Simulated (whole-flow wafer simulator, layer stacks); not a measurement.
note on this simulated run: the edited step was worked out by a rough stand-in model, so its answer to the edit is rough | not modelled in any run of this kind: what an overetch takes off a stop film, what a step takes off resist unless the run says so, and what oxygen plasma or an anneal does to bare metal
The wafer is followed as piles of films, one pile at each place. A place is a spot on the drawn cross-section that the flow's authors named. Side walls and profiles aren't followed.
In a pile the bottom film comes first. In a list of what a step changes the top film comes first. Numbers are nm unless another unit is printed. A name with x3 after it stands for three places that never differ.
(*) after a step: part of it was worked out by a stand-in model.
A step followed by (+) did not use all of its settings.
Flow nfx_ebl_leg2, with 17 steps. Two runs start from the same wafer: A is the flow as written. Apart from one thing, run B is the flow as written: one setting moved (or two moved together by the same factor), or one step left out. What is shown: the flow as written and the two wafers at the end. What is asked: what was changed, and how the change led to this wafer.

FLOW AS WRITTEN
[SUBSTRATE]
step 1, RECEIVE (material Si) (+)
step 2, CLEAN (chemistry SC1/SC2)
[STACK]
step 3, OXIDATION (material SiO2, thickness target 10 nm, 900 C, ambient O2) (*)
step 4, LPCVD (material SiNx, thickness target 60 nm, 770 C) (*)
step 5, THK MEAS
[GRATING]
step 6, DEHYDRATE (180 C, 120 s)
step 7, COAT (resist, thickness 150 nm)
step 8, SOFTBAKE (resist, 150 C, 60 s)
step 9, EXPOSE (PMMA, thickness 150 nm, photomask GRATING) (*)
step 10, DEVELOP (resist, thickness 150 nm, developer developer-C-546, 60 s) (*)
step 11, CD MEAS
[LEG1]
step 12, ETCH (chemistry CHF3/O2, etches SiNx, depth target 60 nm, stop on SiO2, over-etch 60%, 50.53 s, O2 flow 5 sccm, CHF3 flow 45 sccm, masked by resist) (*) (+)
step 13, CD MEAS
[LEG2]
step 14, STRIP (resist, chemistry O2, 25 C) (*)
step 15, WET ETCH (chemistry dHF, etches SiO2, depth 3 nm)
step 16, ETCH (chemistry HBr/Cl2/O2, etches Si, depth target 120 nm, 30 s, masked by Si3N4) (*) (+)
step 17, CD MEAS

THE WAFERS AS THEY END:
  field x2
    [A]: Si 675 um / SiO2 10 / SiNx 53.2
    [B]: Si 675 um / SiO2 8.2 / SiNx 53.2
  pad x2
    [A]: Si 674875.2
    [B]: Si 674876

What caused this: step 3, OXIDATION: thickness target 8.2 nm was run, while the flow as written has thickness target 10 nm.
The wafer lets one read it off: field x2 has SiO2 8.2, and step 3 as written asks for 10 nm.

How this came from the change, step by step:
  step 3, OXIDATION (material SiO2, thickness target 10 nm, 900 C, ambient O2) (*)
      field x2, pad x2: A +10 SiO2 (new film), -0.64 chemical SiO2 (all of it), -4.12 Si | B +8.2 SiO2 (new film), -0.64 chemical SiO2 (all of it), -3.32 Si
  step 12, ETCH (chemistry CHF3/O2, etches SiNx, depth target 60 nm, stop on SiO2, over-etch 60%, 50.53 s, O2 flow 5 sccm, CHF3 flow 45 sccm, masked by resist) (*) (+)
      pad x2: A -60 SiNx (all of it), -10 SiO2 (all of it) | B -60 SiNx (all of it), -8.2 SiO2 (all of it)
